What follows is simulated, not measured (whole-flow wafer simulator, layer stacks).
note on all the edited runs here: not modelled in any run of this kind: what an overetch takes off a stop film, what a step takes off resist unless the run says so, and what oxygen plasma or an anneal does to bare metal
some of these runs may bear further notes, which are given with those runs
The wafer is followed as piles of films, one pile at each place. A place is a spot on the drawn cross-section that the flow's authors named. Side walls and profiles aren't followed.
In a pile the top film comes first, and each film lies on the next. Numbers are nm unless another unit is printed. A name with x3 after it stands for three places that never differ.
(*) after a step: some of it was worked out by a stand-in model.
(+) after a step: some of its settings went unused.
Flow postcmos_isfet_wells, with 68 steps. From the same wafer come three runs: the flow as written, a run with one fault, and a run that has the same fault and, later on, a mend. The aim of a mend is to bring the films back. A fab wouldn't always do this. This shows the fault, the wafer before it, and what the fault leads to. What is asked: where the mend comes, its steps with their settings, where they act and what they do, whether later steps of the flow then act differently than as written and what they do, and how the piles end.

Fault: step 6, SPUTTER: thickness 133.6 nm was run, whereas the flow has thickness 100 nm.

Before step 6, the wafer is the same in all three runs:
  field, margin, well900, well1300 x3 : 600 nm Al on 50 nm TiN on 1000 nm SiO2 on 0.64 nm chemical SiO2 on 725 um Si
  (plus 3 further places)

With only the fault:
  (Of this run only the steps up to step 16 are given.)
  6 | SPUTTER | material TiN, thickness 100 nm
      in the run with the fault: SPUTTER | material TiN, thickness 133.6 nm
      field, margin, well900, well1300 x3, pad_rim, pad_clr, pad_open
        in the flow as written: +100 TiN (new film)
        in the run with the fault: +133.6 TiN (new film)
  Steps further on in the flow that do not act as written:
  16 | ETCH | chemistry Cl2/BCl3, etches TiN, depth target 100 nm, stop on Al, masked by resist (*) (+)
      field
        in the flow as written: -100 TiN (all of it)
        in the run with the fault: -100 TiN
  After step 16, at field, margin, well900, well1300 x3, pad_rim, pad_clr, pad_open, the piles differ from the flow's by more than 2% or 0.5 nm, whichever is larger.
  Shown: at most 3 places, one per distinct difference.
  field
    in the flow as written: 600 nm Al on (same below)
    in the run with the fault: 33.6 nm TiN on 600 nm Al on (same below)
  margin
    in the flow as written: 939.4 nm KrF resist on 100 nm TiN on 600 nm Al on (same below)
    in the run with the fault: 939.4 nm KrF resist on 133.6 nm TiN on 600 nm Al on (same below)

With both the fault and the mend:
  The mend stands after step 6.
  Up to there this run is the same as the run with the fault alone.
  6a | ETCH | chemistry peroxide tin strip, depth target 33.6 nm
      field, margin, well900, well1300 x3, pad_rim, pad_clr, pad_open
        -33.6 TiN
  Every later step of the flow that is run acts as written at every place that is followed.
  The piles end the same as the flow's at every place that both follow.
